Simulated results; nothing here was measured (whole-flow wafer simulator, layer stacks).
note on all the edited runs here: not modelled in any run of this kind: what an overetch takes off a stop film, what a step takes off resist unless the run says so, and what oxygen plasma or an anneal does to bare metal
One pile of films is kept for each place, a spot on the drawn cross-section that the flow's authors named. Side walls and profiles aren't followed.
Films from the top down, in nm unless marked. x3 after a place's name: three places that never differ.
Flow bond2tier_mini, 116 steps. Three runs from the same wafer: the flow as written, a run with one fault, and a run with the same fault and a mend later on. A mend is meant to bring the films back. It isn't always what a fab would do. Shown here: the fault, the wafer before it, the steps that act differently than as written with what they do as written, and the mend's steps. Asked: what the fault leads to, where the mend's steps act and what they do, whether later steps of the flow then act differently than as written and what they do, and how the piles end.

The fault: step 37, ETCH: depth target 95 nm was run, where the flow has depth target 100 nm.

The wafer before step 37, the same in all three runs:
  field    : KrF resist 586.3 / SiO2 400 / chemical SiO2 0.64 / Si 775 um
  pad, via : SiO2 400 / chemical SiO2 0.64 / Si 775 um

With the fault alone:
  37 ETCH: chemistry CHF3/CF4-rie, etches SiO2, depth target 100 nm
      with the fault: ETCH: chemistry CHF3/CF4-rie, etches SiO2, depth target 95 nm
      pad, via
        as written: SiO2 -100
        with the fault: SiO2 -95
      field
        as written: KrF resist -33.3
        with the fault: KrF resist -31.7
  No later step of the flow acts differently than as written, at any place that is followed, by more than 2% or 0.5 nm, whichever is larger.
  At the end the piles differ from the flow's by more than 2% or 0.5 nm, whichever is larger, at pad.
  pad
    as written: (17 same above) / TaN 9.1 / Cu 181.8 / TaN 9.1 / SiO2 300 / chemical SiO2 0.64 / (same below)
    with the fault: (17 same above) / TaN 9.1 / Cu 176.7 / TaN 9.15 / SiO2 305 / chemical SiO2 0.64 / (same below)

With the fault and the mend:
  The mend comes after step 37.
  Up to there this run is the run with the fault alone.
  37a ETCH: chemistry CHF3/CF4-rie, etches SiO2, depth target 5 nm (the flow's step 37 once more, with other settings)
      pad, via
        SiO2 -5
      field
        KrF resist -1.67
  No later step of the flow acts differently than as written at any place that is followed.
  At the end the piles are the same as the flow's at every place that both follow.
